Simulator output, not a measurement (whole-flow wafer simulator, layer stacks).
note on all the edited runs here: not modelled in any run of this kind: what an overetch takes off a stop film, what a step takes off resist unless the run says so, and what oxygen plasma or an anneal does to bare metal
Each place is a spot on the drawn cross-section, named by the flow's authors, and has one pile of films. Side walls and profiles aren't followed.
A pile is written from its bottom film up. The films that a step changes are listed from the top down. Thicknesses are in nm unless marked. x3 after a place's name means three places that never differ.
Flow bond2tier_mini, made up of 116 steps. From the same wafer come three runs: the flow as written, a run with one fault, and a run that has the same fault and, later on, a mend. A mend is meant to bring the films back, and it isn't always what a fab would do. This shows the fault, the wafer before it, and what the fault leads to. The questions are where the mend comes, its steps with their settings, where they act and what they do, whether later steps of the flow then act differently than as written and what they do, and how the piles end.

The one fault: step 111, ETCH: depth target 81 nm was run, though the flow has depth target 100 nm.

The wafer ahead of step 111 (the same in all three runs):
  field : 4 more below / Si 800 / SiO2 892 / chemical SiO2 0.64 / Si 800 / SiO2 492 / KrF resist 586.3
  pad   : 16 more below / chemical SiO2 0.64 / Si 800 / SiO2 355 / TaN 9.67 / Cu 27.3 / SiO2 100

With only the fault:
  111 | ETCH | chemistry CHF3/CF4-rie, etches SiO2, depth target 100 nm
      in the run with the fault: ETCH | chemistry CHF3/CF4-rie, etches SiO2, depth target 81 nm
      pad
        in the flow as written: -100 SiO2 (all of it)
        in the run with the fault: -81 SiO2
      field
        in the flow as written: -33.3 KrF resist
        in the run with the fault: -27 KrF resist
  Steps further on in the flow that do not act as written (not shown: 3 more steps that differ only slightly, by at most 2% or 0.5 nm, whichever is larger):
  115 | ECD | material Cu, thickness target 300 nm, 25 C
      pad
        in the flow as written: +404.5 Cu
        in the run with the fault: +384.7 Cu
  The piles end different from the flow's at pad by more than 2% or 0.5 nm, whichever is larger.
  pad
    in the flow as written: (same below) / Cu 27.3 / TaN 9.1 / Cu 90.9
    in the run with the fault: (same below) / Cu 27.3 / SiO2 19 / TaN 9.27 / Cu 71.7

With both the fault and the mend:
  The mend stands after step 111.
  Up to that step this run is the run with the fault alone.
  111a | ETCH | chemistry CHF3/CF4-rie, etches SiO2, depth target 19 nm (a further turn of the flow's step 111, with different settings)
      field
        -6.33 KrF resist
      pad
        -19 SiO2 (all of it)
  Every later step of the flow that is run acts as written at every place that is followed.
  The piles end the same as the flow's at every place that both follow.
